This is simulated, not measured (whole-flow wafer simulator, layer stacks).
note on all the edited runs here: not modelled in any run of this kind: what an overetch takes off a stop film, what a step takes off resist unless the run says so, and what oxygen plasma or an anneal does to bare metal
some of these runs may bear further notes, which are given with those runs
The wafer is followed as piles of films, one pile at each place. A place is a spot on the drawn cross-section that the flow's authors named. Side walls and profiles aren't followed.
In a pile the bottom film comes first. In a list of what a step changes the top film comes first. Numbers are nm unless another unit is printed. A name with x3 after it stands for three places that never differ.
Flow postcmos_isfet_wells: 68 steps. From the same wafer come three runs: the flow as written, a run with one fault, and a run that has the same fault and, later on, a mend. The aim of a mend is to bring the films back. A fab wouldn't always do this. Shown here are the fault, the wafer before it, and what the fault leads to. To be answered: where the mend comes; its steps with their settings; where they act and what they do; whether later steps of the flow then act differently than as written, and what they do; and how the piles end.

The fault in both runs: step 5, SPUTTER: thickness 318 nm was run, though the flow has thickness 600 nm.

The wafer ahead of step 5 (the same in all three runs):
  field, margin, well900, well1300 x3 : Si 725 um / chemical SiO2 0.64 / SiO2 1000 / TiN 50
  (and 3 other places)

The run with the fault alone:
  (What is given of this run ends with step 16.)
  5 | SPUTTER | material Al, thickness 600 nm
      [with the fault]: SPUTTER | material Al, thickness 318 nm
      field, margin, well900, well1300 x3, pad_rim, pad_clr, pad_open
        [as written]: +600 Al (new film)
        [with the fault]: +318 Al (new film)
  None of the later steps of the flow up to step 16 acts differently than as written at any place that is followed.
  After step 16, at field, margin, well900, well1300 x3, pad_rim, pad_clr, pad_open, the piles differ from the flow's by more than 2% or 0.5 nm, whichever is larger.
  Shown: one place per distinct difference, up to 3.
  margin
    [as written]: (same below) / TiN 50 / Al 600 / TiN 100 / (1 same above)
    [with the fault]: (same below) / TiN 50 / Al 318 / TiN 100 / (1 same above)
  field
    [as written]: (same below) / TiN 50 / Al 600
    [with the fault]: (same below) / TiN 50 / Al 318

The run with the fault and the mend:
  The mend stands after step 5.
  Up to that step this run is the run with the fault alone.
  5a | ETCH | chemistry al pan, depth target 365.7 nm
      field, margin, well900, well1300 x3, pad_rim, pad_clr, pad_open
        -318 Al (all of it)
  5b | SPUTTER | material Al, thickness 600 nm (a further turn of the flow's step 5)
      field, margin, well900, well1300 x3, pad_rim, pad_clr, pad_open
        +600 Al (new film)
  None of the later steps of the flow acts differently than as written at any place that is followed.
  By the end, the piles equal the flow's at every place that both follow.
